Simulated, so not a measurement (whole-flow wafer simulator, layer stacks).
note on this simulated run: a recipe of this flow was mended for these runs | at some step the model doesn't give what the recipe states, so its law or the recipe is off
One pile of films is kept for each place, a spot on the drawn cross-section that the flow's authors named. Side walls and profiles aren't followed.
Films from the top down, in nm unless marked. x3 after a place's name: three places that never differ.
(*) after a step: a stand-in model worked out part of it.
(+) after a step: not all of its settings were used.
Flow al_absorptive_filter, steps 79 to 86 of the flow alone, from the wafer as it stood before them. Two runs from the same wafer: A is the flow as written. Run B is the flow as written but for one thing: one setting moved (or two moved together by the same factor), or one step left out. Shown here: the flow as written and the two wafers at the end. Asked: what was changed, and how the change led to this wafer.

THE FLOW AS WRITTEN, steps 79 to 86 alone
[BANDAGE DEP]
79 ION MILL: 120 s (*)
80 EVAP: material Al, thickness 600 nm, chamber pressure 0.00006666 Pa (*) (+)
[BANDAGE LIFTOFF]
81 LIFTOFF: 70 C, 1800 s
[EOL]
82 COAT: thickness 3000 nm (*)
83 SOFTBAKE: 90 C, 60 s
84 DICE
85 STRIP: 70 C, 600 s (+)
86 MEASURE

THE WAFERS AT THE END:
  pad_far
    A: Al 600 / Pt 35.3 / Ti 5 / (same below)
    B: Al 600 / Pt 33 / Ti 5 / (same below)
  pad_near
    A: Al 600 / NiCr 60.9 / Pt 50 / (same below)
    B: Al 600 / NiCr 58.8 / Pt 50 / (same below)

The cause: step 79, ION MILL: 139 s was run, where the flow has 120 s.

How the change led to this, step by step:
  79 ION MILL: 120 s (*)
      gnd, ledge, res and 9 more: A i-line-resist -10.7 | B i-line-resist -12.3
      pad_far: A Pt -14.7 | B Pt -17
      (and at 1 more place)
